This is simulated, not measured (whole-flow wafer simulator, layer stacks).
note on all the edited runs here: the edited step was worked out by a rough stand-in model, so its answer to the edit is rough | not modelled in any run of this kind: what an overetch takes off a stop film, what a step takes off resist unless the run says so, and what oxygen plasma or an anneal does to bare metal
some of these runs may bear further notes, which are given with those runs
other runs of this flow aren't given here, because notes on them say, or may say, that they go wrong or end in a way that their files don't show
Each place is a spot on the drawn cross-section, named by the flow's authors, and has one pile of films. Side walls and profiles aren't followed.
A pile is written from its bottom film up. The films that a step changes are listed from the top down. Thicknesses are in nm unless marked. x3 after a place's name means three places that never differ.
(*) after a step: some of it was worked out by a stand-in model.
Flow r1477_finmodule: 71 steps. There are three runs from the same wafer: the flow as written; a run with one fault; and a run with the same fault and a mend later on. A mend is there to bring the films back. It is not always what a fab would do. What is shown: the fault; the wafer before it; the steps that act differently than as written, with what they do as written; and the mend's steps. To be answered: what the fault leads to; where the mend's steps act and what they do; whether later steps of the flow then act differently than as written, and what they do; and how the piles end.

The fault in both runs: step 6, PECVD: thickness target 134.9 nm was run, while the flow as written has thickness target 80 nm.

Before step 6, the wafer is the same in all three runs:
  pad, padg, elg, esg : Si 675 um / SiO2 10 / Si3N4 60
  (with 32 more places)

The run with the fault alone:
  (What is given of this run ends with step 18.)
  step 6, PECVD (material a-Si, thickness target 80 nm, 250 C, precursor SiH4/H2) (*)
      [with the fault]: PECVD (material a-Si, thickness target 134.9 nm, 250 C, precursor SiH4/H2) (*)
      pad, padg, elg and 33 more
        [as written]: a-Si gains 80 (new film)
        [with the fault]: a-Si gains 134.9 (new film)
  Steps later in the flow that act otherwise than as written:
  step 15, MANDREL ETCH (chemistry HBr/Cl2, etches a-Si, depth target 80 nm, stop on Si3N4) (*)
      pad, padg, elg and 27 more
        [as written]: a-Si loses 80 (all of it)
        [with the fault]: a-Si loses 80
  The piles after step 18 differ from the flow's at pad, padg, elg and 33 more by more than 2% or 0.5 nm, whichever is larger.
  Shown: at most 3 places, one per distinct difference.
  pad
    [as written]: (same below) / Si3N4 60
    [with the fault]: (same below) / Si3N4 60 / a-Si 54.9
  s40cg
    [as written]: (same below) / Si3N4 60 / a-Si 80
    [with the fault]: (same below) / Si3N4 60 / a-Si 134.9

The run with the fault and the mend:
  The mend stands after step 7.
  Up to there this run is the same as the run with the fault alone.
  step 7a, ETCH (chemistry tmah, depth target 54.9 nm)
      pad, padg, elg and 33 more
        a-Si loses 54.9
  Every later step of the flow that is run acts as written at every place that is followed.
  At every place that both follow, the piles at the end match the flow's.
